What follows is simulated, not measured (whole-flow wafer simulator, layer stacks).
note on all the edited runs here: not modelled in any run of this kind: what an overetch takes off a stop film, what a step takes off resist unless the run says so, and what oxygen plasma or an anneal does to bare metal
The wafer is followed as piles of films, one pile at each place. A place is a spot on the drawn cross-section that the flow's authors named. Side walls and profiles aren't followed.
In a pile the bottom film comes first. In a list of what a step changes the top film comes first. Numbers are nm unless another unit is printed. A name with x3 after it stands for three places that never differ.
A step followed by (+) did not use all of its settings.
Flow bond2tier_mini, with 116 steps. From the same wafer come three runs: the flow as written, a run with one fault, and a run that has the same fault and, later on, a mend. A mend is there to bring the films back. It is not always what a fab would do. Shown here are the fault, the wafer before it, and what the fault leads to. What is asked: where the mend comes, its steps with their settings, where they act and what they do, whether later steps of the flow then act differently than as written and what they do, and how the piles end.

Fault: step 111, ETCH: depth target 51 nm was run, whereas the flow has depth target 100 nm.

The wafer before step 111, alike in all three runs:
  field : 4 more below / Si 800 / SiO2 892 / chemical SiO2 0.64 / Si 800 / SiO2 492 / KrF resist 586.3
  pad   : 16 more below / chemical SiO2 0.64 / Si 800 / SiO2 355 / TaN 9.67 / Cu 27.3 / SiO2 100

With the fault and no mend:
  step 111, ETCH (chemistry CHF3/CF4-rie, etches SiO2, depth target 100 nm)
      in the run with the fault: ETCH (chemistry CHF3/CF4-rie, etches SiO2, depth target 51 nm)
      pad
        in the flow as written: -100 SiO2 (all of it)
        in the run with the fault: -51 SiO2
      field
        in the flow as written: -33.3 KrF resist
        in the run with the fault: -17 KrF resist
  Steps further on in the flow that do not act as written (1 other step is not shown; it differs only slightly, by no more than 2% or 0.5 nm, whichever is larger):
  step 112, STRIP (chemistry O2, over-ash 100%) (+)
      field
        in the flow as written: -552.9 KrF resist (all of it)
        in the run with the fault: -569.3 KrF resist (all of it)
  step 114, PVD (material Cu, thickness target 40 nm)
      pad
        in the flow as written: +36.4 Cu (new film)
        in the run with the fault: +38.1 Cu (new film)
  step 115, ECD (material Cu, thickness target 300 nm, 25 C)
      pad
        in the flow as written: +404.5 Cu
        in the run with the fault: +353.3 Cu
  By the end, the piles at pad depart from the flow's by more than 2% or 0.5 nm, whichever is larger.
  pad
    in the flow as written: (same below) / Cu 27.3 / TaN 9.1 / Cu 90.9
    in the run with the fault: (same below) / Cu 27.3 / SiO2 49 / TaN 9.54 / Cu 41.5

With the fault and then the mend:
  After step 111 comes the mend.
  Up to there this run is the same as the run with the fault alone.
  step 111a, ETCH (chemistry CHF3/CF4-rie, etches SiO2, depth target 49 nm) (the flow's step 111, run once more with other settings)
      field
        -16.3 KrF resist
      pad
        -49 SiO2 (all of it)
  Every later step of the flow that is run acts as written at every place that is followed.
  The piles end the same as the flow's at every place that both follow.
